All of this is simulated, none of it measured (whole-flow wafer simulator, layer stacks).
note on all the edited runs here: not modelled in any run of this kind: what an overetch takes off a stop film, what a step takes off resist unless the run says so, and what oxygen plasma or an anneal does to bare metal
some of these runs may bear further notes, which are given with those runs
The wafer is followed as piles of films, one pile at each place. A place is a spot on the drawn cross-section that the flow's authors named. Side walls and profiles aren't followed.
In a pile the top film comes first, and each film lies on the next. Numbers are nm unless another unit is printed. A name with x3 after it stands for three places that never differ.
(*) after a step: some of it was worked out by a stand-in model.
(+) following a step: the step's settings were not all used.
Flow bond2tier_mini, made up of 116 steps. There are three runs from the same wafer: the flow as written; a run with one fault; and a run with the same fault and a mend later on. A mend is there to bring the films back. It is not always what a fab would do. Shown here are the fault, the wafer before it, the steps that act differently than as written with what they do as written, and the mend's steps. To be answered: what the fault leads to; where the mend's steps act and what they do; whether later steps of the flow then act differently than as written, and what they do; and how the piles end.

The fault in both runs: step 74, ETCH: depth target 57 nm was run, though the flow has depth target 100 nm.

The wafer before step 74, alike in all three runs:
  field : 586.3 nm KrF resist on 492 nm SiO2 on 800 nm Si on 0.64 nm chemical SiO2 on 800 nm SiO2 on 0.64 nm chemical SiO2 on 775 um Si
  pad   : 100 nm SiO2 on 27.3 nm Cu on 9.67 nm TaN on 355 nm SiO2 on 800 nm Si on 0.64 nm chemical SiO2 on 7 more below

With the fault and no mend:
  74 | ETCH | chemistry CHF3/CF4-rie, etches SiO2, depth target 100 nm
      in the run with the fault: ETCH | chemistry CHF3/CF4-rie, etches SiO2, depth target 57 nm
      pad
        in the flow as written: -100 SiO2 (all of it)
        in the run with the fault: -57 SiO2
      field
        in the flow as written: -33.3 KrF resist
        in the run with the fault: -19 KrF resist
  Later steps of the flow acting differently than as written (not shown: 1 more step that differs only slightly, by at most 2% or 0.5 nm, whichever is larger):
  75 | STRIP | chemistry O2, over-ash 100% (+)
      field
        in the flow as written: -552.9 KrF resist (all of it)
        in the run with the fault: -567.3 KrF resist (all of it)
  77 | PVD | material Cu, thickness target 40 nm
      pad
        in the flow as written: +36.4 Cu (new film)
        in the run with the fault: +37.9 Cu (new film)
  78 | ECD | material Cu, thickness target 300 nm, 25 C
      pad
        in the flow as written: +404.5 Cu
        in the run with the fault: +359.6 Cu
  At pad, the piles at the end differ from the flow's by more than 2% or 0.5 nm, whichever is larger.
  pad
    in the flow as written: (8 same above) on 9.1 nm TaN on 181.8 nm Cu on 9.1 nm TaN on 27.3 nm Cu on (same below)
    in the run with the fault: (8 same above) on 9.1 nm TaN on 138.4 nm Cu on 9.48 nm TaN on 43 nm SiO2 on 27.3 nm Cu on (same below)

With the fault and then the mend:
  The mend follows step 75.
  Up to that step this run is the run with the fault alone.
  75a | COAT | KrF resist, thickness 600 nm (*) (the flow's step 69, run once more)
      field
        +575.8 KrF resist (new film)
      pad
        +625.2 KrF resist (new film)
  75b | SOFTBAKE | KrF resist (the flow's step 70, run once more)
      does not change any film at any place that is followed
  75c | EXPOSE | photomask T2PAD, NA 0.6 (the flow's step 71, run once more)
      does not change any film at any place that is followed
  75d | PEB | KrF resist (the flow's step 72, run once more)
      does not change any film at any place that is followed
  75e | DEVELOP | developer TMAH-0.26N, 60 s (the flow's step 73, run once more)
      field
        -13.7 KrF resist
      pad
        -625.2 KrF resist (all of it)
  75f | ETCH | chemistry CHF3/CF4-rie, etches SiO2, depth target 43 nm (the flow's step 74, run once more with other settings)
      field
        -14.3 KrF resist
      pad
        -43 SiO2 (all of it)
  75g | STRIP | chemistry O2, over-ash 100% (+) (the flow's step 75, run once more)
      field
        -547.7 KrF resist (all of it)
  None of the later steps of the flow acts differently than as written at any place that is followed.
  At every place that both follow, the piles at the end match the flow's.
